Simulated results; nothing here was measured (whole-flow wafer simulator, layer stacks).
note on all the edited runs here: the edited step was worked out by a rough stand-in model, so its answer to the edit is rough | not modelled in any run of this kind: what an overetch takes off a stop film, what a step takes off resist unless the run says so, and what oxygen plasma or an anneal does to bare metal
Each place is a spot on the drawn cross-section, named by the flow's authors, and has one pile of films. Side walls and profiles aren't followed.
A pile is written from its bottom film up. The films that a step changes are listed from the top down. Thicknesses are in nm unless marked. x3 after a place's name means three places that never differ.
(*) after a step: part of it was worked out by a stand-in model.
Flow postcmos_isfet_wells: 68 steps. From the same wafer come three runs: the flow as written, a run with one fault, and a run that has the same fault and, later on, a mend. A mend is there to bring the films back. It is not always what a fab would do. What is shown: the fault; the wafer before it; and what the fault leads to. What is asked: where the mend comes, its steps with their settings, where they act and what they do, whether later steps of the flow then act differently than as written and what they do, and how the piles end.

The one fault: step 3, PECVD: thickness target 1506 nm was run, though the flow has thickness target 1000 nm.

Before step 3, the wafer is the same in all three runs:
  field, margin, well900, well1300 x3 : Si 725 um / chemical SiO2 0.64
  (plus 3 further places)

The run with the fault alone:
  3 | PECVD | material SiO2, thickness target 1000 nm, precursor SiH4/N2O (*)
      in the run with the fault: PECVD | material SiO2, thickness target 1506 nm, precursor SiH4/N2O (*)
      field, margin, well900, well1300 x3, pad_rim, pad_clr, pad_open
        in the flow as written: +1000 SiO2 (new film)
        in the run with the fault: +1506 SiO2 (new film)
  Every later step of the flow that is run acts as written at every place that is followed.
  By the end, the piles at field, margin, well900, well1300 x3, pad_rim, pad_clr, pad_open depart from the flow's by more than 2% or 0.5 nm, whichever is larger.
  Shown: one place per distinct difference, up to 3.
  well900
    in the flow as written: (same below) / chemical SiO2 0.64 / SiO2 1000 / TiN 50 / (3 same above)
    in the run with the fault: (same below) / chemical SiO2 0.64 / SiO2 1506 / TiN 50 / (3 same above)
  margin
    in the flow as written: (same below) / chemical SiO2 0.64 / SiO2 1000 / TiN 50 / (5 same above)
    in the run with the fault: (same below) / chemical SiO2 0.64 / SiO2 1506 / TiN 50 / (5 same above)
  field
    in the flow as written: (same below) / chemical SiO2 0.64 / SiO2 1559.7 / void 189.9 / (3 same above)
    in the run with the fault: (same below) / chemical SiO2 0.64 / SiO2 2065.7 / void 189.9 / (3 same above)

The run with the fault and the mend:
  After step 3 comes the mend.
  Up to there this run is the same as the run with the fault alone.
  3a | ETCH | chemistry boe, depth target 1732 nm
      field, margin, well900, well1300 x3, pad_rim, pad_clr, pad_open
        -1506 SiO2 (all of it), -0.64 chemical SiO2 (all of it)
  3b | PECVD | material SiO2, thickness target 1000 nm, precursor SiH4/N2O (a further turn of the flow's step 3)
      field, margin, well900, well1300 x3, pad_rim, pad_clr, pad_open
        +1000 SiO2 (new film)
  Every later step of the flow that is run acts as written at every place that is followed.
  By the end, the piles at field, margin, well900, well1300 x3, pad_rim, pad_clr, pad_open depart from the flow's by more than 2% or 0.5 nm, whichever is larger.
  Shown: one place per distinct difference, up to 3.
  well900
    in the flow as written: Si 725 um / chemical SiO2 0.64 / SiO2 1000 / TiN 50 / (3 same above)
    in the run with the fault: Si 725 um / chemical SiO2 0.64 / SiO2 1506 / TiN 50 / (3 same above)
    in the run with the mend: Si 725 um / SiO2 1000 / TiN 50 / (3 same above)
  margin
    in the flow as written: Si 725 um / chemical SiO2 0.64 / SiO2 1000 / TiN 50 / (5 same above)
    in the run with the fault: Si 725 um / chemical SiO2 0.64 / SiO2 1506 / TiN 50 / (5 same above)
    in the run with the mend: Si 725 um / SiO2 1000 / TiN 50 / (5 same above)
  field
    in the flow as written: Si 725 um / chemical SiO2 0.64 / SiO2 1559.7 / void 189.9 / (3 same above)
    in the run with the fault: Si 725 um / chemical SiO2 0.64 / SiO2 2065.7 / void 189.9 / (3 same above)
    in the run with the mend: Si 725 um / SiO2 1559.7 / void 189.9 / (3 same above)
